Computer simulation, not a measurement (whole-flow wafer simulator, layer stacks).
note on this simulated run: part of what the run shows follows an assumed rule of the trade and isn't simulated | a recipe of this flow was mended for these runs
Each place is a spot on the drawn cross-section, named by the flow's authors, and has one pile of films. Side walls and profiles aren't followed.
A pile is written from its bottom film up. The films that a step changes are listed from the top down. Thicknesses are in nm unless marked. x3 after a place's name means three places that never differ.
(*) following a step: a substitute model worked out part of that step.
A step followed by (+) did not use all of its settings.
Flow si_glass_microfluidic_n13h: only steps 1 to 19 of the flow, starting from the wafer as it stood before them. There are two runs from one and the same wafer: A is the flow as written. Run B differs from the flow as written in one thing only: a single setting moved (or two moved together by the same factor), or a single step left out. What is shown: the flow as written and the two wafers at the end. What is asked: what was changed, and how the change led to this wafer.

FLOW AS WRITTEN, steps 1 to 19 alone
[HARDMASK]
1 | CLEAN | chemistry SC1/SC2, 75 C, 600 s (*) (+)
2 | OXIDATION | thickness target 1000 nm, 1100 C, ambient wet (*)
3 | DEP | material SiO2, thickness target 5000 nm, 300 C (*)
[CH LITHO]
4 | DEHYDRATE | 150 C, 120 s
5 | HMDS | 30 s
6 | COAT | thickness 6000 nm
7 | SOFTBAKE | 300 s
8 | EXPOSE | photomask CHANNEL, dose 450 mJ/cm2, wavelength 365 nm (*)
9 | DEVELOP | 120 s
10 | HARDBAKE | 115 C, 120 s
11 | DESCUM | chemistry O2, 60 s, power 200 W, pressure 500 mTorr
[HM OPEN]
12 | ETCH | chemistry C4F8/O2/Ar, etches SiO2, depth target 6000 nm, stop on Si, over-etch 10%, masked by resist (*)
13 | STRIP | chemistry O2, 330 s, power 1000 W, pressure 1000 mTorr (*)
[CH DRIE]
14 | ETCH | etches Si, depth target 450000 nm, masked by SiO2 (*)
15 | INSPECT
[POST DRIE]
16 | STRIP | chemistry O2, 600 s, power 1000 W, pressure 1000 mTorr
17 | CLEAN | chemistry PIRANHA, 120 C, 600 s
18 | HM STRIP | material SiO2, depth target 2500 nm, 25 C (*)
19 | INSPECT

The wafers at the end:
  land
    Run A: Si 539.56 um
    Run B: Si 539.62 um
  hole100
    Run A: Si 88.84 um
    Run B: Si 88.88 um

Cause: step 2, OXIDATION: thickness target 856 nm was run, though the flow has thickness target 1000 nm.

How this came from the change, step by step:
  2 | OXIDATION | thickness target 1000 nm, 1100 C, ambient wet (*)
      land, hole100: A +1000 SiO2 (new film), -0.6 chemical SiO2 (all of it), -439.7 Si | B +856 SiO2 (new film), -0.6 chemical SiO2 (all of it), -376.4 Si
  12 | ETCH | chemistry C4F8/O2/Ar, etches SiO2, depth target 6000 nm, stop on Si, over-etch 10%, masked by resist (*)
      land: A -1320 thick-i-line-resist | B -1288.3 thick-i-line-resist
      hole100: A -6000 SiO2 (all of it), -75 Si | B -5856 SiO2 (all of it), -93 Si
  18 | HM STRIP | material SiO2, depth target 2500 nm, 25 C (*)
      land: A -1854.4 SiO2 (all of it) | B -1710.8 SiO2 (all of it)
